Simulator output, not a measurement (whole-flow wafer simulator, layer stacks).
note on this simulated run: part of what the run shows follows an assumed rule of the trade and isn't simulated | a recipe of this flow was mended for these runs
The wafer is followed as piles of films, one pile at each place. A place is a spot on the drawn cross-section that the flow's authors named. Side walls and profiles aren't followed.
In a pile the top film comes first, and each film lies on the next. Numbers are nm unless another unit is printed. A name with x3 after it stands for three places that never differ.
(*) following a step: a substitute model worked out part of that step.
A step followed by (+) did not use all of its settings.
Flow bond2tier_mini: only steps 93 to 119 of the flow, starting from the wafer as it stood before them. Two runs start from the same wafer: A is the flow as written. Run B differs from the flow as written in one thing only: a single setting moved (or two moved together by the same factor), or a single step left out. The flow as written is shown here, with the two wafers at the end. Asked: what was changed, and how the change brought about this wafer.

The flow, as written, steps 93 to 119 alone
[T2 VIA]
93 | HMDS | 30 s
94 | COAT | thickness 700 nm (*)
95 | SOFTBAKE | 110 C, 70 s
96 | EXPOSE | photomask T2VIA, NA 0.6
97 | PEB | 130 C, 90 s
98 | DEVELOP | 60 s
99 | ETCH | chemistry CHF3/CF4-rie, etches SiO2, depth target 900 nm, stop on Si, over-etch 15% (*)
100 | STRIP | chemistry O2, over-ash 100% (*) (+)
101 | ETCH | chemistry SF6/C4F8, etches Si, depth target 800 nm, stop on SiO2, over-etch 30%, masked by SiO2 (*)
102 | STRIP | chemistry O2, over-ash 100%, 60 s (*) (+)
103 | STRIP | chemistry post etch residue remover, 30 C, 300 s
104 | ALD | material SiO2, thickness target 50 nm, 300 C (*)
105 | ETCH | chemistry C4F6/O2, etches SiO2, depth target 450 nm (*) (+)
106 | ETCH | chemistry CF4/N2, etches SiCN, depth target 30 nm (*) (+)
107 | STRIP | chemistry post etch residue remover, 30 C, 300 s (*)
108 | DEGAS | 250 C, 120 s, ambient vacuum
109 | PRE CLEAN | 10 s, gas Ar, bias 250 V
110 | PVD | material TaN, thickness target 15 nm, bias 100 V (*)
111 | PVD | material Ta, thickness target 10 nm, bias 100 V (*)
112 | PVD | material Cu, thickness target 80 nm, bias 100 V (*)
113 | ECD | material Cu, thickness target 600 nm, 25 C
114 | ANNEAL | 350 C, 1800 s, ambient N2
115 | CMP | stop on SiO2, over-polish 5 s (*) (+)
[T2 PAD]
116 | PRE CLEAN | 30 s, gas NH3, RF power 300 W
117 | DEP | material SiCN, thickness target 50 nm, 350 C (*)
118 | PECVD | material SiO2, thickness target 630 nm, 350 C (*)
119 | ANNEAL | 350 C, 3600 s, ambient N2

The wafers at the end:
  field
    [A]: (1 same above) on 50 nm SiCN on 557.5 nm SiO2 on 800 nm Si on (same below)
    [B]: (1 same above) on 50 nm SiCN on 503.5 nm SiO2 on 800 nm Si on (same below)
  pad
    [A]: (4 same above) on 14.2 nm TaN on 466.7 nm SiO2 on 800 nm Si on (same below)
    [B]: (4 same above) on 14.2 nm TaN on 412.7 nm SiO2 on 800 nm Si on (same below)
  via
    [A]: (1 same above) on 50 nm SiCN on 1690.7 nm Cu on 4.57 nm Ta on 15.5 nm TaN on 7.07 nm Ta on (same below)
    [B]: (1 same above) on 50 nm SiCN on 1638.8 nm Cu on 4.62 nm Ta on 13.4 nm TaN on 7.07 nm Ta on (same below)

The reason: step 105, ETCH: depth target 504 nm was run, whereas the flow has depth target 450 nm.

Step by step, how the change led to this:
  105 | ETCH | chemistry C4F6/O2, etches SiO2, depth target 450 nm (*) (+)
      field, pad: A SiO2 loses 450 | B SiO2 loses 504
      via: A SiO2 loses 348.1 (all of it), SiCN loses 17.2 | B SiO2 loses 348.1 (all of it), SiCN loses 26.3
  106 | ETCH | chemistry CF4/N2, etches SiCN, depth target 30 nm (*) (+)
      via: A SiCN loses 17.6 (all of it), TaN loses 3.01 | B SiCN loses 8.54 (all of it), TaN loses 5.23
  113 | ECD | material Cu, thickness target 600 nm, 25 C
      via: A Cu gains 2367 | B Cu gains 2314.7
